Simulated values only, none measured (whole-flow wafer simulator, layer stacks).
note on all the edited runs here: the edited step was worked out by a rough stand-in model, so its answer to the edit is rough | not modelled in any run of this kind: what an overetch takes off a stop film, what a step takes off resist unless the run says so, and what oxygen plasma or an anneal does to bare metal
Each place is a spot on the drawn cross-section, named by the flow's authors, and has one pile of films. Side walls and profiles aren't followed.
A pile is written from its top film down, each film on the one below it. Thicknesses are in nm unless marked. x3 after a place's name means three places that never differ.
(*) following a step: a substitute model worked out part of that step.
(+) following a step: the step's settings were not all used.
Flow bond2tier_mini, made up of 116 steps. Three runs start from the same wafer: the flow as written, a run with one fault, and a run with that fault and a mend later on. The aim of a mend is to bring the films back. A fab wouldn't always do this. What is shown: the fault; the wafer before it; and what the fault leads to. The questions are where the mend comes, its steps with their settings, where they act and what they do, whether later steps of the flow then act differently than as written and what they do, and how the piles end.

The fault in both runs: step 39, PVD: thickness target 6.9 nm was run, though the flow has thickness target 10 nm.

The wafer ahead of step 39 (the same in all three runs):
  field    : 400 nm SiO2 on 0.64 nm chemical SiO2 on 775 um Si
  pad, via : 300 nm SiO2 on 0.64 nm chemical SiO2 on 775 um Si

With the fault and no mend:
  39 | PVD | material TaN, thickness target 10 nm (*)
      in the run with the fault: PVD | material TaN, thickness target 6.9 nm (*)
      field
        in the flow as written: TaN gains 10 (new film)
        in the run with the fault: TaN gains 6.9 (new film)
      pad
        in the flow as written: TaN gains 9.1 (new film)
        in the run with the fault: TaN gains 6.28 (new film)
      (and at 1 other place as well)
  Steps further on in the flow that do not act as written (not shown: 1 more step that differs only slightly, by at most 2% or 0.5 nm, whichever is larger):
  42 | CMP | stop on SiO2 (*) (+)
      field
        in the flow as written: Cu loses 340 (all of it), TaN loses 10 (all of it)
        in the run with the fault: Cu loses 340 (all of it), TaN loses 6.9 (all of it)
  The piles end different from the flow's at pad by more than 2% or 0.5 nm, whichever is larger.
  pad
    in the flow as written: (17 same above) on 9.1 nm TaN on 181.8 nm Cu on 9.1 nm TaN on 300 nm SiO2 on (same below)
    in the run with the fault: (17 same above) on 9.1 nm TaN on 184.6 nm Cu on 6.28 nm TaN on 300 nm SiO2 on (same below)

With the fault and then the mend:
  After step 39 comes the mend.
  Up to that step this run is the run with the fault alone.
  39a | PVD | material TaN, thickness target 3.1 nm (*) (a further turn of the flow's step 39, with different settings)
      field
        TaN gains 3.1
      pad
        TaN gains 2.82
      via
        TaN gains 3.09
  None of the later steps of the flow acts differently than as written at any place that is followed.
  The piles end the same as the flow's at every place that both follow.
